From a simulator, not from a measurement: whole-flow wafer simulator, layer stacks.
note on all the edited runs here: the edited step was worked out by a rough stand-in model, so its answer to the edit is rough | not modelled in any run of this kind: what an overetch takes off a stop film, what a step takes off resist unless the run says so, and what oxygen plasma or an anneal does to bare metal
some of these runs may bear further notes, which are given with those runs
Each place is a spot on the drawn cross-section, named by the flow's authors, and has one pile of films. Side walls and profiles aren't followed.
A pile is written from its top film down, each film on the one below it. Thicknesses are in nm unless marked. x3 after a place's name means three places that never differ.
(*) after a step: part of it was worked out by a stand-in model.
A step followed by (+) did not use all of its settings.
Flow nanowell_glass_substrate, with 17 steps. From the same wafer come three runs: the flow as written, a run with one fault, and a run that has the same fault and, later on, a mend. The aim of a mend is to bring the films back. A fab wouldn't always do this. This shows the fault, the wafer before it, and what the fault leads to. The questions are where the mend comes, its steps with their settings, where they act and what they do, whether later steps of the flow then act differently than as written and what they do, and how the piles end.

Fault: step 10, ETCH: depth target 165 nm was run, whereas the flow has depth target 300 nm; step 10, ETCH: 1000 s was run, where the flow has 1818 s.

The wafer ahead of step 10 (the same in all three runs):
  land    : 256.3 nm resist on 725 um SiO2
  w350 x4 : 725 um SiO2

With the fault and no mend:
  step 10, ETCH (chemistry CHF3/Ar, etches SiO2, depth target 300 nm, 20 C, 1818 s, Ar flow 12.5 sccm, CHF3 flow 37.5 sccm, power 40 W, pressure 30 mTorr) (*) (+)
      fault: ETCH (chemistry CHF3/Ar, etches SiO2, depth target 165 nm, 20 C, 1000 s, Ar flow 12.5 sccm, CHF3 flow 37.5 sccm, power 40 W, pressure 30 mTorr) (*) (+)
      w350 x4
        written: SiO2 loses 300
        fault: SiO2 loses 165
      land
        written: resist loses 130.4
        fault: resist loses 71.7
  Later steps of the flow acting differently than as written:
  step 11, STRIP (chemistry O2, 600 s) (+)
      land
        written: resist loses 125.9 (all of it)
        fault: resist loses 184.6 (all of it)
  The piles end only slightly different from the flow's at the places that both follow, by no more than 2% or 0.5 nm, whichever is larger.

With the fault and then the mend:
  The mend follows step 10.
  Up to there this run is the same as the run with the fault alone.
  step 10a, ETCH (chemistry CHF3/Ar, etches SiO2, depth target 135 nm, 20 C, 818.1 s, Ar flow 12.5 sccm, CHF3 flow 37.5 sccm, power 40 W, pressure 30 mTorr) (*) (+) (a further turn of the flow's step 10, with different settings)
      w350 x4
        SiO2 loses 135
      land
        resist loses 58.7
  Later steps of the flow that are run all act as written at every place that is followed.
  By the end, the piles equal the flow's at every place that both follow.
